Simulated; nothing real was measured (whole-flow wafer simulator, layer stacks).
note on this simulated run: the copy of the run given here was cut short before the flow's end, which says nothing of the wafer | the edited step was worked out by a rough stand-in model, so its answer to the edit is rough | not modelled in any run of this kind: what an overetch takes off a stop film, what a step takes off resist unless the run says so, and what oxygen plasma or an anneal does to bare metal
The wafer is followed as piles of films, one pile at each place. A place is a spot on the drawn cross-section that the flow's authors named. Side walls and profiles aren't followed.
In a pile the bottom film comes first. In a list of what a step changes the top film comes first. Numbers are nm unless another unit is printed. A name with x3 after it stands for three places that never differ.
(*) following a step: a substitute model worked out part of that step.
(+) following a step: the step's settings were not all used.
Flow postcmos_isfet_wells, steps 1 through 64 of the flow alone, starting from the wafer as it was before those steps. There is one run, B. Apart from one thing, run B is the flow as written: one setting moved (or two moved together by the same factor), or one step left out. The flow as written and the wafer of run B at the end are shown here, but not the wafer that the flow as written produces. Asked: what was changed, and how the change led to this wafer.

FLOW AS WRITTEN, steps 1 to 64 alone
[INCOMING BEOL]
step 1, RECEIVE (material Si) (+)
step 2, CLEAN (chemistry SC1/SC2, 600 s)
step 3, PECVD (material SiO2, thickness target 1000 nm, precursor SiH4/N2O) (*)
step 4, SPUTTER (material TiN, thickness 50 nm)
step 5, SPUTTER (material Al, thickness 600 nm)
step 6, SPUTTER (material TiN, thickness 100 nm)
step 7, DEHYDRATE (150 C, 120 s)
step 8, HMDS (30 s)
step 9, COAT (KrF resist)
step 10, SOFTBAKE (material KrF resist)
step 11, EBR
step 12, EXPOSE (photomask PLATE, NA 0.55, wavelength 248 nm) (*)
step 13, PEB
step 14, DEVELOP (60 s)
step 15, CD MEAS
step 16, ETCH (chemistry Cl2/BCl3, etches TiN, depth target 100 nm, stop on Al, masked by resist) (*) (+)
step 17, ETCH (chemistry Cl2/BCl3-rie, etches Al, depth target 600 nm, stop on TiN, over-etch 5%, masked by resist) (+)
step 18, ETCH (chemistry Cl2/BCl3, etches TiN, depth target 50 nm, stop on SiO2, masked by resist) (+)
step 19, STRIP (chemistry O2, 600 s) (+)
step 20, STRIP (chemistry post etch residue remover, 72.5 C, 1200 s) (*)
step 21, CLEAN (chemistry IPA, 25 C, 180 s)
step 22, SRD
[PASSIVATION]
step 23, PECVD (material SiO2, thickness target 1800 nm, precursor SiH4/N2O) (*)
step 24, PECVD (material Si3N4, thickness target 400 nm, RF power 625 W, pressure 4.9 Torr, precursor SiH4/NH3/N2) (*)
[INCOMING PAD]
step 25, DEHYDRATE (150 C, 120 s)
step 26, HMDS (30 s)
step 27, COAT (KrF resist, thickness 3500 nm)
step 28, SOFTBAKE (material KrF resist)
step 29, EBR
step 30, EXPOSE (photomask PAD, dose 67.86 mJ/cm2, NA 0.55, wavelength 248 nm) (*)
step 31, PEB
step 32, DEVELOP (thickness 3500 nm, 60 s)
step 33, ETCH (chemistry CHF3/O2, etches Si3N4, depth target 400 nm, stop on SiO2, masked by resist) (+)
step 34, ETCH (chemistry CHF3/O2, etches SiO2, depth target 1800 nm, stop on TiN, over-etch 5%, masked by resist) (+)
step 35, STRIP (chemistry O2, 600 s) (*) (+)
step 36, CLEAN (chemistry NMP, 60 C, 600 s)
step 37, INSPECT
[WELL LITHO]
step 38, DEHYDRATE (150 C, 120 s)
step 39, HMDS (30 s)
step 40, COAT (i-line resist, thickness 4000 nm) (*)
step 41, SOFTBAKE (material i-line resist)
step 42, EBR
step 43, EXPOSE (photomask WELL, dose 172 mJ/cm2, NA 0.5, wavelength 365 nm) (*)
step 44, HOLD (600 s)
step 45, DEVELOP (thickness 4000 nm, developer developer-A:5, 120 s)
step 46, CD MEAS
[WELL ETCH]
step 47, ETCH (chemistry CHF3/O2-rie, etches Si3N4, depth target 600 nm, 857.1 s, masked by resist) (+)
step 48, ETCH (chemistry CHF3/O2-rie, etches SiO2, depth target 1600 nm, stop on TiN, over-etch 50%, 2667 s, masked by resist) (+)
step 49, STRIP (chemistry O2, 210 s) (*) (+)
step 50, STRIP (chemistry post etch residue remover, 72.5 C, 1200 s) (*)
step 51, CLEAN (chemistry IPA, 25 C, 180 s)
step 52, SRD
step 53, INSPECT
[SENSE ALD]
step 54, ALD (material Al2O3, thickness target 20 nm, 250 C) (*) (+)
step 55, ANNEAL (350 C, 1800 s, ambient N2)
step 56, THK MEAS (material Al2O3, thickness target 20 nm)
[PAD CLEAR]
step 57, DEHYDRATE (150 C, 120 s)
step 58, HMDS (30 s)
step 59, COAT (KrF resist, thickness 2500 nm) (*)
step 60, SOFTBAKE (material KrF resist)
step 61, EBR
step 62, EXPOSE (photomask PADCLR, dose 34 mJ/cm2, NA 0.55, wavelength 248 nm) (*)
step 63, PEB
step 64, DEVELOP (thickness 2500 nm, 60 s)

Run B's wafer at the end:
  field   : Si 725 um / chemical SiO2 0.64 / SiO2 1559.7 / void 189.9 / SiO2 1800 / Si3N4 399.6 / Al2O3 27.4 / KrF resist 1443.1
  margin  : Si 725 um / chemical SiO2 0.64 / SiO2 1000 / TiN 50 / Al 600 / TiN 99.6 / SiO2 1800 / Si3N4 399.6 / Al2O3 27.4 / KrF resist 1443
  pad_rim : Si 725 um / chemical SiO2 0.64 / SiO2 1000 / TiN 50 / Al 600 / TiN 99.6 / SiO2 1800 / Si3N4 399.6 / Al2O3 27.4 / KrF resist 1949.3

The reason: step 54, ALD: thickness target 27.4 nm was run, whereas the flow has thickness target 20 nm.
The wafer itself shows it: field has Al2O3 27.4, and step 54 as written asks for 20 nm.

Step by step, how the change led to this:
  step 54, ALD (material Al2O3, thickness target 20 nm, 250 C) (*) (+)
      field, margin, well900, well1300 x3, pad_rim, pad_clr, pad_open: +27.4 Al2O3 (new film) (in the flow as written it would be: +20 Al2O3 (new film))
